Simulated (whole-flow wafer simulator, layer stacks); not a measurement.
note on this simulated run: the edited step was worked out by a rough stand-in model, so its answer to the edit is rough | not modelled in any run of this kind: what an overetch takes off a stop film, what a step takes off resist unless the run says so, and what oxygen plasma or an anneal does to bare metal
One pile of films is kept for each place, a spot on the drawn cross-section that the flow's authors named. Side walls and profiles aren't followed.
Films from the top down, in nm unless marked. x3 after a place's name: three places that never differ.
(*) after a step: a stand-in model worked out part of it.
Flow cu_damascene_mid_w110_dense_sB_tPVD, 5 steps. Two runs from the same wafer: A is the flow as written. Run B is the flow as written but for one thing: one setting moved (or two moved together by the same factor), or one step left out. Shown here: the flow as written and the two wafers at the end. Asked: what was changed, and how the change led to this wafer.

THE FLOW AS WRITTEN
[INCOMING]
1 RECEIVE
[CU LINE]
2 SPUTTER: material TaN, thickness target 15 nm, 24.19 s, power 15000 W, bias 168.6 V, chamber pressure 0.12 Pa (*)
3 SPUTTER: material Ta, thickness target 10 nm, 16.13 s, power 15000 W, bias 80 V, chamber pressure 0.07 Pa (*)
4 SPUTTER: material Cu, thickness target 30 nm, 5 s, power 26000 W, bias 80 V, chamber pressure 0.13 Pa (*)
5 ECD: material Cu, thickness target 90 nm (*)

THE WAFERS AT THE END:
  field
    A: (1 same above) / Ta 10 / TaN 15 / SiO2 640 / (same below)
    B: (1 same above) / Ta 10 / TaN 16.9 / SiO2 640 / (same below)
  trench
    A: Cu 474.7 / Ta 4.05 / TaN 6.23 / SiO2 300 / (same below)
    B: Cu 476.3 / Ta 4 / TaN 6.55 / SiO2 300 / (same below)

The cause: step 2, SPUTTER: 28.73 s was run, where the flow has 24.19 s; step 2, SPUTTER: bias 200.2 V was run, where the flow has bias 168.6 V.

How the change led to this, step by step:
  2 SPUTTER: material TaN, thickness target 15 nm, 24.19 s, power 15000 W, bias 168.6 V, chamber pressure 0.12 Pa (*)
      field: A TaN +15 (new film) | B TaN +16.9 (new film)
